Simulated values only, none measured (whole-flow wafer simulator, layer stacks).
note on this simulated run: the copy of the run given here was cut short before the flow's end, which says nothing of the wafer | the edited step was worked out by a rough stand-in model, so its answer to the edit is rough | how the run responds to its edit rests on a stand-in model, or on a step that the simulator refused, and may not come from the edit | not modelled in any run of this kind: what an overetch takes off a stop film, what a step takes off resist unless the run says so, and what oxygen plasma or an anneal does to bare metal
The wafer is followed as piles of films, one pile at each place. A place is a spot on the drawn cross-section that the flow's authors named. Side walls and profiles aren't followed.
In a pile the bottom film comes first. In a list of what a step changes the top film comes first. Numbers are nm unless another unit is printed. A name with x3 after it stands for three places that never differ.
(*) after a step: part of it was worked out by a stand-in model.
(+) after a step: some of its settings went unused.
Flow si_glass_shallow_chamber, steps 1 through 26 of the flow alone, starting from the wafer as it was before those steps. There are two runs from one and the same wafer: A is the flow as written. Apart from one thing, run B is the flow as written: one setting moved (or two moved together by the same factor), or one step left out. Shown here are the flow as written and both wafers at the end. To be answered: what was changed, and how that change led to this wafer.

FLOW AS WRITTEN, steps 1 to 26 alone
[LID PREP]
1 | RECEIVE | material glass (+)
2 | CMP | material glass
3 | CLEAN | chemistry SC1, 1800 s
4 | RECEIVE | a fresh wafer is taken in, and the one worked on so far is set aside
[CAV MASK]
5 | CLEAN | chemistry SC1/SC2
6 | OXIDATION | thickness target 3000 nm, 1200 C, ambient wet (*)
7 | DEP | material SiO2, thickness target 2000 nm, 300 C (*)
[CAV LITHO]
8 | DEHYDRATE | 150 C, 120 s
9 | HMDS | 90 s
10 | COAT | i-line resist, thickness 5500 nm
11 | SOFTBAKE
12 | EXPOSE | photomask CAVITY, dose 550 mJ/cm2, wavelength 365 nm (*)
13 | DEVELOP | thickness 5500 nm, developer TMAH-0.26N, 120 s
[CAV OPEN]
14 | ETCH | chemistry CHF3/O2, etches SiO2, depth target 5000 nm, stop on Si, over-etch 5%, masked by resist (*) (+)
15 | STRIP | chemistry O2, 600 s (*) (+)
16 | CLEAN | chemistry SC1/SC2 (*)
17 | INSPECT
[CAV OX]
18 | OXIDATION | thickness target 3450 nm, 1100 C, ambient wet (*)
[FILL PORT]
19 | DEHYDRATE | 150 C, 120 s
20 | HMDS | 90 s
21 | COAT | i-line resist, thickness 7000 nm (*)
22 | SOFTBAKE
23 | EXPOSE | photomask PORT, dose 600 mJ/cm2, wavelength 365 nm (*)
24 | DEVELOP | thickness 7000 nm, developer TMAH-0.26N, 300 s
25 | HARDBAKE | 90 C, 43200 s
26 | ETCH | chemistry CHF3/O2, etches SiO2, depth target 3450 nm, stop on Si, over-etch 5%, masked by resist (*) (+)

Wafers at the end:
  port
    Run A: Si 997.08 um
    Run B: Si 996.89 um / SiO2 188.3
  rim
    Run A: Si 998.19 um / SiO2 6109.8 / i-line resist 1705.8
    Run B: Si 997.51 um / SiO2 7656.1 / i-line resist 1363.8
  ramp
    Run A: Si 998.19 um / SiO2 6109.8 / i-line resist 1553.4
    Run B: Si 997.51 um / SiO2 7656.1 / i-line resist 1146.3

The reason: step 6, OXIDATION: thickness target 4800 nm was run, while the flow as written has thickness target 3000 nm.

Step by step, how the change led to this:
  6 | OXIDATION | thickness target 3000 nm, 1200 C, ambient wet (*)
      rim, ramp, cav, port, septum, ring: A SiO2 gains 3000 (new film), chemical SiO2 loses 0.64 (all of it), Si loses 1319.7 | B SiO2 gains 4800 (new film), chemical SiO2 loses 0.64 (all of it), Si loses 2111.7
  14 | ETCH | chemistry CHF3/O2, etches SiO2, depth target 5000 nm, stop on Si, over-etch 5%, masked by resist (*) (+)
      cav, port: A SiO2 loses 5000 (all of it), Si loses 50 | B SiO2 loses 5250
  15 | STRIP | chemistry O2, 600 s (*) (+)
      cav, port: A chemical SiO2 gains 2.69 (new film), Si loses 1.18 | B nothing
  18 | OXIDATION | thickness target 3450 nm, 1100 C, ambient wet (*)
      cav, port: A SiO2 gains 3450 (new film), chemical SiO2 loses 2.69 (all of it), Si loses 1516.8 | B SiO2 gains 2260.8, Si loses 994.7
      rim, ramp, septum, ring: A SiO2 gains 1109.8, Si loses 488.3 | B SiO2 gains 856.1, Si loses 376.7
  21 | COAT | i-line resist, thickness 7000 nm (*)
      rim: A i-line resist gains 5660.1 (new film) | B i-line resist gains 5413 (new film)
      ramp: A i-line resist gains 5087.8 (new film) | B i-line resist gains 4748.5 (new film)
  22 | SOFTBAKE
      rim: A i-line resist loses 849 | B i-line resist loses 955.7
      ramp: A i-line resist loses 434.5 | B i-line resist loses 515.8
      (also at 3 further places)
  25 | HARDBAKE | 90 C, 43200 s
      rim: A i-line resist loses 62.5 | B i-line resist loses 50.7
      ramp: A i-line resist loses 57.1 | B i-line resist loses 43.7
      (also at 1 further place)
  26 | ETCH | chemistry CHF3/O2, etches SiO2, depth target 3450 nm, stop on Si, over-etch 5%, masked by resist (*) (+)
      port: A SiO2 loses 3450 (all of it), Si loses 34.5 | B SiO2 loses 3622.5
